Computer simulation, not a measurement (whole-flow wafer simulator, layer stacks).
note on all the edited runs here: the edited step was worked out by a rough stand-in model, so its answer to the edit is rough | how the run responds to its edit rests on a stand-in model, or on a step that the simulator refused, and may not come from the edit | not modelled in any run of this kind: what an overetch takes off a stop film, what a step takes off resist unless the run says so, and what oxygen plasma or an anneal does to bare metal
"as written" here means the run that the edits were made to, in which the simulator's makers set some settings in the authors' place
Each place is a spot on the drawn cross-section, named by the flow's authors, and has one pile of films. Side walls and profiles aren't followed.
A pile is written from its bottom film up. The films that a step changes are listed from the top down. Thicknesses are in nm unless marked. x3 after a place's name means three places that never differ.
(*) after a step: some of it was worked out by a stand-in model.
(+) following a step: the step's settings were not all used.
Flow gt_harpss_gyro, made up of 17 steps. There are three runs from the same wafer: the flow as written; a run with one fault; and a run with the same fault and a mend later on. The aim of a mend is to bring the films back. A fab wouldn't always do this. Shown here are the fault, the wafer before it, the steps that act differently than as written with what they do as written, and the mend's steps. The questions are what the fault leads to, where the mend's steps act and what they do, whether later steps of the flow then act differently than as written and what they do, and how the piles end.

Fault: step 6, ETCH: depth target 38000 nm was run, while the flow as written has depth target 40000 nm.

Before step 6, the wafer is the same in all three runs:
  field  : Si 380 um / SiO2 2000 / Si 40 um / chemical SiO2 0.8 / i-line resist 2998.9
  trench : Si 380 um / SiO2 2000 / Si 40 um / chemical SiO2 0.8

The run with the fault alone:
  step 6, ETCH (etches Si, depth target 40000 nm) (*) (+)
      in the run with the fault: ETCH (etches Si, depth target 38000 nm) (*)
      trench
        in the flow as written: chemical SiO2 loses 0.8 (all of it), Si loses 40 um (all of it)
        in the run with the fault: chemical SiO2 loses 0.8 (all of it), Si loses 38 um
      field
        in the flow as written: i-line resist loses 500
        in the run with the fault: i-line resist loses 475
  Steps further on in the flow that do not act as written (3 more steps, not shown, differ only slightly: by at most 2% or 0.5 nm, whichever is larger):
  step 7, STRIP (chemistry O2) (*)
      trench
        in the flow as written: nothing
        in the run with the fault: chemical SiO2 gains 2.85 (new film), Si loses 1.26
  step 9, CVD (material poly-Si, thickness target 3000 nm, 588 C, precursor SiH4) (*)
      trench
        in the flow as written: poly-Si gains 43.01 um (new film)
        in the run with the fault: poly-Si gains 41 um (new film)
  At trench, the piles at the end differ from the flow's by more than 2% or 0.5 nm, whichever is larger.
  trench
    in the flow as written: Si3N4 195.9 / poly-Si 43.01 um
    in the run with the fault: Si 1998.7 / chemical SiO2 2.85 / Si3N4 196.2 / poly-Si 41 um

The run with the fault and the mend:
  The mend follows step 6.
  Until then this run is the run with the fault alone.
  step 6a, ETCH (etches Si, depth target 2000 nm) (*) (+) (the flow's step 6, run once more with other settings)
      field
        i-line resist loses 25
      trench
        Si loses 1999.9 (all of it)
  None of the later steps of the flow acts differently than as written at any place that is followed.
  The piles end the same as the flow's at every place that both follow.
